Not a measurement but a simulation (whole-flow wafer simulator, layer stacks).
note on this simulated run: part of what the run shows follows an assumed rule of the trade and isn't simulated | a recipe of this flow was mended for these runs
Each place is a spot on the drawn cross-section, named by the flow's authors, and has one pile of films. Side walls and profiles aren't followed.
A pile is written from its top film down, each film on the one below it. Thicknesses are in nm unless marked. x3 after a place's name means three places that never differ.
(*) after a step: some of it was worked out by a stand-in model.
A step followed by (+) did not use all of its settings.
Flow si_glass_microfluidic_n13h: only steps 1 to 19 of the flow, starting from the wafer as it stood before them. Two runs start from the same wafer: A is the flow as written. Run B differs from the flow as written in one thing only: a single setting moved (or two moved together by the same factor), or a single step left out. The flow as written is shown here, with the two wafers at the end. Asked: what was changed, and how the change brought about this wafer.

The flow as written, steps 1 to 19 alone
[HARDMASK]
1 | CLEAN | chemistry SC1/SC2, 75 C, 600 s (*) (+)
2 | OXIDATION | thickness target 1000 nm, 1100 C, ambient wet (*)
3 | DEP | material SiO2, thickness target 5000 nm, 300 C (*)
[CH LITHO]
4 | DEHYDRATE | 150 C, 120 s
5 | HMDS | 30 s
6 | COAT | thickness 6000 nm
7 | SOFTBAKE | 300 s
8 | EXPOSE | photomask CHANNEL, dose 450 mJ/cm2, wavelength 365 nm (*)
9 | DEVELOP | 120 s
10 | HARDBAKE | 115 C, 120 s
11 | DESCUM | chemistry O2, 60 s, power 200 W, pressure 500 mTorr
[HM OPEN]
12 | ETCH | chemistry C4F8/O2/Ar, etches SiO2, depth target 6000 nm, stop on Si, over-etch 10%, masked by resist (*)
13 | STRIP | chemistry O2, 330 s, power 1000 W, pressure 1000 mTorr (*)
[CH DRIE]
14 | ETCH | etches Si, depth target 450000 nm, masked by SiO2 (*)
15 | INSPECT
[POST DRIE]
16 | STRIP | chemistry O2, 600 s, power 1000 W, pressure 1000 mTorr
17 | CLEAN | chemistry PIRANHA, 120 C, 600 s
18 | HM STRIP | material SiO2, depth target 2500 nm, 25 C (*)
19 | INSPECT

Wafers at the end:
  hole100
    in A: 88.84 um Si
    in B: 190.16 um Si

The reason: step 3, DEP: thickness target 6275 nm was run, while the flow as written has thickness target 5000 nm.

Step by step, how the change led to this:
  3 | DEP | material SiO2, thickness target 5000 nm, 300 C (*)
      land, hole100: A +5000 SiO2 | B +6275 SiO2
  12 | ETCH | chemistry C4F8/O2/Ar, etches SiO2, depth target 6000 nm, stop on Si, over-etch 10%, masked by resist (*)
      hole100: A -6000 SiO2 (all of it), -75 Si | B -6600 SiO2
  13 | STRIP | chemistry O2, 330 s, power 1000 W, pressure 1000 mTorr (*)
      hole100: A +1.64 chemical SiO2 (new film), -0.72 Si | B nothing
  14 | ETCH | etches Si, depth target 450000 nm, masked by SiO2 (*)
      hole100: A -1.64 chemical SiO2 (all of it), -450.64 um Si | B -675 SiO2 (all of it), -349.39 um Si
  18 | HM STRIP | material SiO2, depth target 2500 nm, 25 C (*)
      land: A -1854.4 SiO2 (all of it) | B -3126.1 SiO2 (all of it)
